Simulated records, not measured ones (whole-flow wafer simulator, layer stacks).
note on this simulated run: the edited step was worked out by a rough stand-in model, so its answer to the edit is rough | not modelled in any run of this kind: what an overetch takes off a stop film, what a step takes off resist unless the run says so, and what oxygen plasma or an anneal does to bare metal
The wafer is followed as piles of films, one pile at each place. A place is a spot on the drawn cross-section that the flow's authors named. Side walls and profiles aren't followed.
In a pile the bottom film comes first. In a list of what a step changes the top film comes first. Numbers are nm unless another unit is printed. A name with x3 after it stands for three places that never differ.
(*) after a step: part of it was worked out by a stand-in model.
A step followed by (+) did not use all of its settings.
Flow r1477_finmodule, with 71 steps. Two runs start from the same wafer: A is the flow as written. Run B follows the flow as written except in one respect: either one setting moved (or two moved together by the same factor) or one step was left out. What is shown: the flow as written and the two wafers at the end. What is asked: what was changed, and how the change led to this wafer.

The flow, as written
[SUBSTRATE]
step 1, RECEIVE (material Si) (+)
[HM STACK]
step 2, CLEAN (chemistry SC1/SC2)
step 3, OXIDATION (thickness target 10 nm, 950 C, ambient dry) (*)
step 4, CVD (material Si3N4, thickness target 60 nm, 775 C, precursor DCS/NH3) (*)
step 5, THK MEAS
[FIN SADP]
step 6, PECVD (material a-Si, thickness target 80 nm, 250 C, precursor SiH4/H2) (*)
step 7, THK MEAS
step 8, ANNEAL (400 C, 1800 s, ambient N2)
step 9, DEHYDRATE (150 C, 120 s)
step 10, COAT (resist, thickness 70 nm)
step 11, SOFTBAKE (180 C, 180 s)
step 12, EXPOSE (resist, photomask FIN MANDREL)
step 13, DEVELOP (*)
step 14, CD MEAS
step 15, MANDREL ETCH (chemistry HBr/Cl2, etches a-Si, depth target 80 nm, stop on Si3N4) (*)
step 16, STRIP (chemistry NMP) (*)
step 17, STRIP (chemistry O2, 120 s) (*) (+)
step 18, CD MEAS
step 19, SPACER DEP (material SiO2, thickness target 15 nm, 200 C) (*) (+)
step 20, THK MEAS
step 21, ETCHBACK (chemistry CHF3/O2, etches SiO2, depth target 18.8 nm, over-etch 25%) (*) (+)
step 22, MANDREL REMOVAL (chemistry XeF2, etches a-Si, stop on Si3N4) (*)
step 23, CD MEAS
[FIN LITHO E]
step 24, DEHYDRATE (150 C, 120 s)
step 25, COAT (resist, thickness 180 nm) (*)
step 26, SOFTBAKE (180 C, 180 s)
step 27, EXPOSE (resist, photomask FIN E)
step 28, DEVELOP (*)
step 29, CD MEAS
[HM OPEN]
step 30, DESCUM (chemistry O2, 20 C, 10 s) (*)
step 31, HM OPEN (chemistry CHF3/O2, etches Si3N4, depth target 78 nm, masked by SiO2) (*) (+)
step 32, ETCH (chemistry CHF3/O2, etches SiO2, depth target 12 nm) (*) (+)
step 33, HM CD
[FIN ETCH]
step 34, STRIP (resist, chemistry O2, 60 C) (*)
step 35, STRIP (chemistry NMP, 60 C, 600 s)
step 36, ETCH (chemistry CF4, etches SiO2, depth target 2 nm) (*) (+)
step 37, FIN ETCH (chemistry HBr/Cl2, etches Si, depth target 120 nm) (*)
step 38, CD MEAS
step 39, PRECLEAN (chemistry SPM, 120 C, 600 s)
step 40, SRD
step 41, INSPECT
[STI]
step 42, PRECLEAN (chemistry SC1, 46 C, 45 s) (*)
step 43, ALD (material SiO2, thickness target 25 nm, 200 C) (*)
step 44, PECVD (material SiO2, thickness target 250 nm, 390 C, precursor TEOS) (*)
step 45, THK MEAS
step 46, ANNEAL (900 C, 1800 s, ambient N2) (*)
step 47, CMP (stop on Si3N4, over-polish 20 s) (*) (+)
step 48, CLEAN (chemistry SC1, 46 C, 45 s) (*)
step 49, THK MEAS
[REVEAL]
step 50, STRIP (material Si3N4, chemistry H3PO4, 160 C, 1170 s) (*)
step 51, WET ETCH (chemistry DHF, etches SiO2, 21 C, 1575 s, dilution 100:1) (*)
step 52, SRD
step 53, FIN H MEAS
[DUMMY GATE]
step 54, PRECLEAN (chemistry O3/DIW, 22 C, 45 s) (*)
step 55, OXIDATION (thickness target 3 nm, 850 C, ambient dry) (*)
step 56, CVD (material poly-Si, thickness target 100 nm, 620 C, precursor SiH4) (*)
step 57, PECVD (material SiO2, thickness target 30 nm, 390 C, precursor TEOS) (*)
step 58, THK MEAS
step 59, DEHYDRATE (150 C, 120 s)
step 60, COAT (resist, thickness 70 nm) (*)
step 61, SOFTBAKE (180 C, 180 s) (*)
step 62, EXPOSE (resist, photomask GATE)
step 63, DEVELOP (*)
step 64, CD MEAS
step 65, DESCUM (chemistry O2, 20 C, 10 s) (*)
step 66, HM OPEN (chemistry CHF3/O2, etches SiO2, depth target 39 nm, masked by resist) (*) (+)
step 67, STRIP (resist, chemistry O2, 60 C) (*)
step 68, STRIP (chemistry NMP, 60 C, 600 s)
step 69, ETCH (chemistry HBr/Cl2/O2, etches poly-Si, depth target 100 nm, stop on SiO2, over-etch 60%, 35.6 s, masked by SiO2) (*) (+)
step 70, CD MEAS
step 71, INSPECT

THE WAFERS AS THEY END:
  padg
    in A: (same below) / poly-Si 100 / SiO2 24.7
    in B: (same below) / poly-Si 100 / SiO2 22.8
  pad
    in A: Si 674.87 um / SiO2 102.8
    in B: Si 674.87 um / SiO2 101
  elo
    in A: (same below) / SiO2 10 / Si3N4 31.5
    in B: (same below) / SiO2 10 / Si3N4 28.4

Cause: step 69, ETCH: depth target 135 nm was run, while the flow as written has depth target 100 nm.

Step by step, how the change led to this:
  step 69, ETCH (chemistry HBr/Cl2/O2, etches poly-Si, depth target 100 nm, stop on SiO2, over-etch 60%, 35.6 s, masked by SiO2) (*) (+)
      padg, elg, esg and 15 more: A SiO2 loses 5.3 | B SiO2 loses 7.16
      pad, eso, e40so and 8 more: A chemical SiO2 loses 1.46 (all of it), poly-Si loses 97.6 (all of it), SiO2 loses 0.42 | B chemical SiO2 loses 1.46 (all of it), poly-Si loses 97.6 (all of it), SiO2 loses 2.28
      (also at 7 further places)
